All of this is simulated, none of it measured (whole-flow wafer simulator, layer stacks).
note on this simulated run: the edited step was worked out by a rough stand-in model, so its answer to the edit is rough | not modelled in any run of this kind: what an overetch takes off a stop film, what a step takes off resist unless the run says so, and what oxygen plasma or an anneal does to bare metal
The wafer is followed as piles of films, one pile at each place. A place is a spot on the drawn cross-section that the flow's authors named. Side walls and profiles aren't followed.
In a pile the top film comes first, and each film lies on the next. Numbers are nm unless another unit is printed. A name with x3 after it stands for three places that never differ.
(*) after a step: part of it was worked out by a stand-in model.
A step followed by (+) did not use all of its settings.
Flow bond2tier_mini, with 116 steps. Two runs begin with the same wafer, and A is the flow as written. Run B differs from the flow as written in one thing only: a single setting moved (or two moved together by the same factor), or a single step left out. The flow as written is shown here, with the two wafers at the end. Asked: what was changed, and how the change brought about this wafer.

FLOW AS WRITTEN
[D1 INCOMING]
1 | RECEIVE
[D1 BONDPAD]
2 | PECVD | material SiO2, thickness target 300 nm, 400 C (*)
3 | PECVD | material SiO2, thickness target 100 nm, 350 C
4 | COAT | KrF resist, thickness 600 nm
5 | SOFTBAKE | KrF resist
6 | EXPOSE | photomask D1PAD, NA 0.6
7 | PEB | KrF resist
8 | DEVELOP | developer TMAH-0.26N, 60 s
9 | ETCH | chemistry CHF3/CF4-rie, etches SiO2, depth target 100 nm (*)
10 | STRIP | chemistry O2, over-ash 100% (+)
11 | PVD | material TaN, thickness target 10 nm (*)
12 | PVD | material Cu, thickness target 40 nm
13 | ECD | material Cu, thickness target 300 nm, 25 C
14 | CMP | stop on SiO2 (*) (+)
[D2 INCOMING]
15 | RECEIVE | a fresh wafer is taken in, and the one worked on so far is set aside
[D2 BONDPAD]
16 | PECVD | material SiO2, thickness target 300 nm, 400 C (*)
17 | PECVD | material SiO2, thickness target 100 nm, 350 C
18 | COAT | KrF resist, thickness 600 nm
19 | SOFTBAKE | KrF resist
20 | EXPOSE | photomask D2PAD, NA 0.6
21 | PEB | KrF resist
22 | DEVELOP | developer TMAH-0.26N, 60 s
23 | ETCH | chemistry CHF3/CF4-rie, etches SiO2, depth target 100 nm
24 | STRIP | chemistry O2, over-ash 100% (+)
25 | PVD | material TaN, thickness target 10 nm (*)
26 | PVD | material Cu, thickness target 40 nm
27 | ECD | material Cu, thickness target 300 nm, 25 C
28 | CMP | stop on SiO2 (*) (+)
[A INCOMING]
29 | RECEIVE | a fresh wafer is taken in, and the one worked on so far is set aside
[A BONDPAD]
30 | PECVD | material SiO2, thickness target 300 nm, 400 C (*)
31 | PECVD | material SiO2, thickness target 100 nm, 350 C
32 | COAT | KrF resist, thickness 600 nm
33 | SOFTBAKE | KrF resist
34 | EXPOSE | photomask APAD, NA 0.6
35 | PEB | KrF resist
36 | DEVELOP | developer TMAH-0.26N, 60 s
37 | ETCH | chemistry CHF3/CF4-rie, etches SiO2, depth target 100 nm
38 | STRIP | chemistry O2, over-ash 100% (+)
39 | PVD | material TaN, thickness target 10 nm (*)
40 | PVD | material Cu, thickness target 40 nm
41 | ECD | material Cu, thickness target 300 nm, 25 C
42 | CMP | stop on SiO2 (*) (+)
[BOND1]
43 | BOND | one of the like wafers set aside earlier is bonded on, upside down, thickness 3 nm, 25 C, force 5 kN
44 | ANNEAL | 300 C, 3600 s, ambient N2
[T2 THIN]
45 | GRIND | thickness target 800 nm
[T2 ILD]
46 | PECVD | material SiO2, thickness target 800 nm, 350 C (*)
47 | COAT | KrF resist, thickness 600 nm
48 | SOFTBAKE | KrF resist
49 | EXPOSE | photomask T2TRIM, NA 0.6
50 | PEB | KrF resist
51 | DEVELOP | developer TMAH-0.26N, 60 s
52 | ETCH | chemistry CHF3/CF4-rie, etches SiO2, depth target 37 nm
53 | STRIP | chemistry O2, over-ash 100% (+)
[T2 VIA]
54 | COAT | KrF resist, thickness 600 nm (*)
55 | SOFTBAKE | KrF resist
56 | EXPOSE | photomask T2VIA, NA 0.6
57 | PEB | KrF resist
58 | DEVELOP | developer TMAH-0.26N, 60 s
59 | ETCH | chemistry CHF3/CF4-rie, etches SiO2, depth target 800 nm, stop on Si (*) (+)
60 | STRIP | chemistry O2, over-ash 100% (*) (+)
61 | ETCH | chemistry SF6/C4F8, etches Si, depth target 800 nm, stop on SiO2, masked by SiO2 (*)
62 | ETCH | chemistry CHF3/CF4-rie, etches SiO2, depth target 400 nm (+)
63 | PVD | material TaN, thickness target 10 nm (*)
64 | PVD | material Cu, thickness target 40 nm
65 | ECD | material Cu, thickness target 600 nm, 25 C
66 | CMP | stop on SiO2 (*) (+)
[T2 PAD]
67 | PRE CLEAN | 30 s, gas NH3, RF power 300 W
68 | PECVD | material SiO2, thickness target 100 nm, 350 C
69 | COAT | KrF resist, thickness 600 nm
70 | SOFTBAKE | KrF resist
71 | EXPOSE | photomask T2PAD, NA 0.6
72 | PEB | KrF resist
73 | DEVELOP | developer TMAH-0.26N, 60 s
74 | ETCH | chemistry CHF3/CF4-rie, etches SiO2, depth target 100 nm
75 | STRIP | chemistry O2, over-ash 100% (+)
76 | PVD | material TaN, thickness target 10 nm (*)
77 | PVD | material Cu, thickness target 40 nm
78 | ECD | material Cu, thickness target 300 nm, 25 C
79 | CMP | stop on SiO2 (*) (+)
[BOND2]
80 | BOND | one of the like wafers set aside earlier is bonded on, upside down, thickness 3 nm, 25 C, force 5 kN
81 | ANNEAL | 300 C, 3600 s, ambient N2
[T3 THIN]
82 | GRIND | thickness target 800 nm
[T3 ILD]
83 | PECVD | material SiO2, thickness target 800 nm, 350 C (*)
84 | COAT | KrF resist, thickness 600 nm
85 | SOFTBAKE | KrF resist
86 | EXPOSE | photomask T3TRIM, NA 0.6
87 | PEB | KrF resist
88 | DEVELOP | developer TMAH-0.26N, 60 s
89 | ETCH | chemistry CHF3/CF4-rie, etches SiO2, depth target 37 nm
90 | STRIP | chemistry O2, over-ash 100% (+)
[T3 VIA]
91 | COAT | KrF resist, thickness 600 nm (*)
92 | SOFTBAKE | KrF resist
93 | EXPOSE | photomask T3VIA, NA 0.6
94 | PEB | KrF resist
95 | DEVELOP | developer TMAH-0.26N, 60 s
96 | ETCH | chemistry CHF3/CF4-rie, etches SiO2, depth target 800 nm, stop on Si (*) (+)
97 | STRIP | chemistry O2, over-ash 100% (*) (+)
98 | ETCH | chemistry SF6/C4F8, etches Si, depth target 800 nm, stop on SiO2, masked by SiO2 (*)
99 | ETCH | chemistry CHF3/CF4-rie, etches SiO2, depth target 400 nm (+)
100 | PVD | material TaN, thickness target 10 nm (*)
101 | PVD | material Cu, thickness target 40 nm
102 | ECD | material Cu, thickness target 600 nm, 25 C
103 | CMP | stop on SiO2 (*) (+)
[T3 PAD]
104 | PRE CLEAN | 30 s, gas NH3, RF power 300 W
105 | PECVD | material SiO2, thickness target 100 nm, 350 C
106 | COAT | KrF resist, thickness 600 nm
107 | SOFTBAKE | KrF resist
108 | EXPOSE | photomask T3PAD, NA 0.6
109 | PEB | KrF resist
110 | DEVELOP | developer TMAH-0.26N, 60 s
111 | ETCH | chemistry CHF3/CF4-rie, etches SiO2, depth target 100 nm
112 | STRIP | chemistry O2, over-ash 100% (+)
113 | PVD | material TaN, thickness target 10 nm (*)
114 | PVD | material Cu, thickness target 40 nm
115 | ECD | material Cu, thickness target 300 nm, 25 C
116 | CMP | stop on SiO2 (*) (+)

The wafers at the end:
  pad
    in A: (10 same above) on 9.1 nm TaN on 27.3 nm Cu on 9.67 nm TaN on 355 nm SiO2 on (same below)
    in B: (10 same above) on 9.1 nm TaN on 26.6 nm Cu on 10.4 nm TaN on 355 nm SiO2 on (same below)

What caused this: step 63, PVD: thickness target 10.8 nm was run, though the flow has thickness target 10 nm.

The path from the change to this, step by step:
  63 | PVD | material TaN, thickness target 10 nm (*)
      field: A +10 TaN (new film) | B +10.8 TaN (new film)
      pad: A +9.67 TaN (new film) | B +10.4 TaN (new film)
  66 | CMP | stop on SiO2 (*) (+)
      field: A -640 Cu (all of it), -10 TaN (all of it) | B -640 Cu (all of it), -10.8 TaN (all of it)
